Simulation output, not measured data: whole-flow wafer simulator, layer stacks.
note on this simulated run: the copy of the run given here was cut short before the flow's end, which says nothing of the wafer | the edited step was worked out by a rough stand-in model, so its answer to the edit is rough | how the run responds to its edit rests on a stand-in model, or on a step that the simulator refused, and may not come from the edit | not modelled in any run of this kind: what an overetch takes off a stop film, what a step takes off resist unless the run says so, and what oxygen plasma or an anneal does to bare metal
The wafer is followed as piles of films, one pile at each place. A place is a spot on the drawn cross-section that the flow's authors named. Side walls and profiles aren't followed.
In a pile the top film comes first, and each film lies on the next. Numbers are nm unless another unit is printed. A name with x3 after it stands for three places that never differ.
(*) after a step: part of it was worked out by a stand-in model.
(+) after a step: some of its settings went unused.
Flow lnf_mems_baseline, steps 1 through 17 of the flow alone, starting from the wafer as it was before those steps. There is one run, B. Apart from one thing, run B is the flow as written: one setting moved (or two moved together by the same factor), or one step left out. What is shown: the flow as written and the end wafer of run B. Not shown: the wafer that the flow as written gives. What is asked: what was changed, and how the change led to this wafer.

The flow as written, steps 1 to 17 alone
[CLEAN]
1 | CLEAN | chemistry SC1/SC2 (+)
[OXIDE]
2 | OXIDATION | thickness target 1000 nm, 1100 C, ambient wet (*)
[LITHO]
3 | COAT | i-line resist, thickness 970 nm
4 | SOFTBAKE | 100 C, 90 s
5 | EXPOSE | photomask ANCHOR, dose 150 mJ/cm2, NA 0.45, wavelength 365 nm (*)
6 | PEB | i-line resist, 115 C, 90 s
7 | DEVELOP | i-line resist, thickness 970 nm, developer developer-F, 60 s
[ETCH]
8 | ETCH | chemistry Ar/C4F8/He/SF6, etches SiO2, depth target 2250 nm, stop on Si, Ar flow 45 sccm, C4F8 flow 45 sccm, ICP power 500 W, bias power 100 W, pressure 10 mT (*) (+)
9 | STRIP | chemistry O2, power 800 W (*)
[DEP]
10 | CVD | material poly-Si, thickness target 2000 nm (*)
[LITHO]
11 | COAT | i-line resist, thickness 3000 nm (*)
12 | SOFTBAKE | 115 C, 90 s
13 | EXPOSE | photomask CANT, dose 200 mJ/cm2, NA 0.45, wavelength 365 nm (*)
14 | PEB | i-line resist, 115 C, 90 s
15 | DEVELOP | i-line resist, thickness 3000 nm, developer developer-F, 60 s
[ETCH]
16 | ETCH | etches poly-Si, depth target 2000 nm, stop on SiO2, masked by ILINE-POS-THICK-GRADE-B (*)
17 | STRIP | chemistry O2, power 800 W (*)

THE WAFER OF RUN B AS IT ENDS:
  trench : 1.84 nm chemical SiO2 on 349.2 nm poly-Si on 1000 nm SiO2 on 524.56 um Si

The reason: step 16, ETCH: depth target 1650 nm was run, while the flow as written has depth target 2000 nm.

How this came from the change, step by step:
  16 | ETCH | etches poly-Si, depth target 2000 nm, stop on SiO2, masked by ILINE-POS-THICK-GRADE-B (*)
      trench, char_slit: poly-Si loses 1650 (it would be, as written: poly-Si loses 2000 (all of it))
      field, anchor, beam: i-line resist loses 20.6 (it would be, as written: i-line resist loses 25)
  17 | STRIP | chemistry O2, power 800 W (*)
      trench, char_slit: chemical SiO2 gains 1.84 (new film), poly-Si loses 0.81 (it would be, as written: nothing)
